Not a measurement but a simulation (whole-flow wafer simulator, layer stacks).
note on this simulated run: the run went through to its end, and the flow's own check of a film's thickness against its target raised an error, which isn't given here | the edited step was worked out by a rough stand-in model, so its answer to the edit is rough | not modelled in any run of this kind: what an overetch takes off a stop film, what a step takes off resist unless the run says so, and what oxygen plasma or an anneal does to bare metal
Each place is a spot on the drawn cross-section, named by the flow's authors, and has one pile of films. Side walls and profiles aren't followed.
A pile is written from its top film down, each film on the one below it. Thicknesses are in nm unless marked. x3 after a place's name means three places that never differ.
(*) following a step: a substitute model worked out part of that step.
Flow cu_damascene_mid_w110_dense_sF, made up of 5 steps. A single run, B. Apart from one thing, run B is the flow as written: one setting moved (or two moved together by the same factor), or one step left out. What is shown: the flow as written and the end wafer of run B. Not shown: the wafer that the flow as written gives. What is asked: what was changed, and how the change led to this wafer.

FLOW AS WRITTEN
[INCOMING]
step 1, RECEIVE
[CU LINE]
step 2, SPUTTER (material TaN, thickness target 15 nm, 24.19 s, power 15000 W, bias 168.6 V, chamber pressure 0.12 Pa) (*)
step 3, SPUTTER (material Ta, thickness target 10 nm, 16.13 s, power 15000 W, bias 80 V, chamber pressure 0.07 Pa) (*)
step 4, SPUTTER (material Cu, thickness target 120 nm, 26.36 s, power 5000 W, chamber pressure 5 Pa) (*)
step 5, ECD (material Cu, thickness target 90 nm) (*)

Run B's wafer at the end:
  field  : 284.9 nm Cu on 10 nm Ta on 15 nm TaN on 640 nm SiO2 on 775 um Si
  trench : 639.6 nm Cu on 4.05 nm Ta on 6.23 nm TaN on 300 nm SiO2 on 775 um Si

What caused this: step 4, SPUTTER: 42.18 s was run, while the flow as written has 26.36 s.

Step by step, how the change led to this:
  step 4, SPUTTER (material Cu, thickness target 120 nm, 26.36 s, power 5000 W, chamber pressure 5 Pa) (*)
      field: Cu gains 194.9 (new film) (in the flow as written it would be: Cu gains 120 (new film))
      trench: Cu gains 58 (new film) (in the flow as written it would be: Cu gains 35.7 (new film))
  step 5, ECD (material Cu, thickness target 90 nm) (*)
      trench: Cu gains 581.6 (in the flow as written it would be: Cu gains 529)
